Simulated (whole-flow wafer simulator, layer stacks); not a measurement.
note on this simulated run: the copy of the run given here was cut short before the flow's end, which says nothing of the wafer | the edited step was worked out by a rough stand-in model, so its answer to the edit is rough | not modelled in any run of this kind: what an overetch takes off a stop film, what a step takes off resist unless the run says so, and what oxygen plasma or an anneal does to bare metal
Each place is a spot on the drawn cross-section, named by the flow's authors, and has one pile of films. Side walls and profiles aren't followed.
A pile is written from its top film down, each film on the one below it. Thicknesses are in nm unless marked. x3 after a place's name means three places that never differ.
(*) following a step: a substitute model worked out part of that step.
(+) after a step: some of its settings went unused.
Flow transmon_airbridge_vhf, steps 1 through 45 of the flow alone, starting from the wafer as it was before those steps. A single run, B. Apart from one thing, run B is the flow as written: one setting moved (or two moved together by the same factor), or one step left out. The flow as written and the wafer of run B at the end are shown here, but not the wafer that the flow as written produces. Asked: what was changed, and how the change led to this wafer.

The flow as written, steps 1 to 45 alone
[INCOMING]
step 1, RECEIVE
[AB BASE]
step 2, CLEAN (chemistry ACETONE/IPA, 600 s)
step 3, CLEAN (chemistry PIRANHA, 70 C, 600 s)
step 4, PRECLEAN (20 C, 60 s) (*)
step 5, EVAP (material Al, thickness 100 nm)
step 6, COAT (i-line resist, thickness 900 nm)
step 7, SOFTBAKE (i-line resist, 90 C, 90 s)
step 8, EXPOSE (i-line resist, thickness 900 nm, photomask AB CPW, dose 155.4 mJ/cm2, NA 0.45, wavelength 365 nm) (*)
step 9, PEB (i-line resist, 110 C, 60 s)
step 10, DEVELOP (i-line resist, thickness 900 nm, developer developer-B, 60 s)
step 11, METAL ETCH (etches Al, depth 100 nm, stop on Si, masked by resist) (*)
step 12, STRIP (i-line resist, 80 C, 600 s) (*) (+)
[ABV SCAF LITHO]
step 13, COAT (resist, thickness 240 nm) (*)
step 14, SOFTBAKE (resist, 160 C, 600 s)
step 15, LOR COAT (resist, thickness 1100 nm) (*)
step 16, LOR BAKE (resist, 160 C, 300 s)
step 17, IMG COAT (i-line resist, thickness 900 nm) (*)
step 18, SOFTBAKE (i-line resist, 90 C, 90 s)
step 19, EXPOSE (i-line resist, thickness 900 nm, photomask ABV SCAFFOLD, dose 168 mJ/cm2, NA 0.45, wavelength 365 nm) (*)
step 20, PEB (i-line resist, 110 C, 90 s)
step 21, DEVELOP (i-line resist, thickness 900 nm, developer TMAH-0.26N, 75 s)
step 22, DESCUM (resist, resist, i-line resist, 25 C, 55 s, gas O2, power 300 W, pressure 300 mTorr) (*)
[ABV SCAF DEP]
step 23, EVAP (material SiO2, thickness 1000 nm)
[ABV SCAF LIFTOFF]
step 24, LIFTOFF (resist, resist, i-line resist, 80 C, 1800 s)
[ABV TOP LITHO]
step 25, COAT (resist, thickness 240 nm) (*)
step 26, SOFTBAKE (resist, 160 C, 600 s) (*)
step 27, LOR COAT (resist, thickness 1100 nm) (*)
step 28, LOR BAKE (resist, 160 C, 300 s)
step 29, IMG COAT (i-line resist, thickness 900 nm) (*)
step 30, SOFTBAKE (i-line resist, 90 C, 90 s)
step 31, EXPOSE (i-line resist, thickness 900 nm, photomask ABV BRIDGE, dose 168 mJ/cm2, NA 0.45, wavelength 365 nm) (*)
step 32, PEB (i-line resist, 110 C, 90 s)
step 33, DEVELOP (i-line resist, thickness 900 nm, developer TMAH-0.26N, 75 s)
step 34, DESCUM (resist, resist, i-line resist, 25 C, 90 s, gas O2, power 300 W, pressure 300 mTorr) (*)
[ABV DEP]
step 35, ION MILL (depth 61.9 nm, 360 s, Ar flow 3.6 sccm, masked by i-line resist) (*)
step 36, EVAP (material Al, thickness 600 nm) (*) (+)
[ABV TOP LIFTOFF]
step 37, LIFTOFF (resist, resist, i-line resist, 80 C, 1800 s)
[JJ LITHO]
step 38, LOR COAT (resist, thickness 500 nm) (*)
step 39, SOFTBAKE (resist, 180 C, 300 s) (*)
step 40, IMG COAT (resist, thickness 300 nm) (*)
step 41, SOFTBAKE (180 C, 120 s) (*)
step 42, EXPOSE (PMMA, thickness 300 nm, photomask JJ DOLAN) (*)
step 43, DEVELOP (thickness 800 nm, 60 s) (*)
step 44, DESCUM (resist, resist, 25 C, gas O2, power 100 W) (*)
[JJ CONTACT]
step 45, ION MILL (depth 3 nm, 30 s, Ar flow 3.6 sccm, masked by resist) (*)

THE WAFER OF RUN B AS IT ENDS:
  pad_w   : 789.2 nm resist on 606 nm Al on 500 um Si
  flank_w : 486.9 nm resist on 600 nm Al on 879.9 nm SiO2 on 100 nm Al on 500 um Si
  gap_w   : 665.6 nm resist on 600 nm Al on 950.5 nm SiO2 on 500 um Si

What caused this: step 35, ION MILL: depth 85.1 nm was run, whereas the flow has depth 61.9 nm; step 35, ION MILL: 495 s was run, where the flow has 360 s.

Step by step, how the change led to this:
  step 35, ION MILL (depth 61.9 nm, 360 s, Ar flow 3.6 sccm, masked by i-line resist) (*)
      field x3, jj_line, ground_far, trace_open_s x2, margin_s, margin_n: i-line resist loses 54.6 (it would be, as written: i-line resist loses 39.7)
      flank_w, gap_w, cpw_trace, gap_e, flank_e, bridge_strip: SiO2 loses 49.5 (it would be, as written: SiO2 loses 36)
      (also at 2 further places)
  step 37, LIFTOFF (resist, resist, i-line resist, 80 C, 1800 s)
      field x3, jj_line, trace_open_s x2: Al loses 600 (all of it), i-line resist loses 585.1 (all of it), resist loses 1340 (all of it) (it would be, as written: Al loses 600 (all of it), i-line resist loses 600 (all of it), resist loses 1340 (all of it))
      margin_s, margin_n: Al loses 600 (all of it), i-line resist loses 303.4 (all of it), resist loses 992 (all of it) (it would be, as written: Al loses 600 (all of it), i-line resist loses 318.3 (all of it), resist loses 992 (all of it))
      (also at 1 further place)
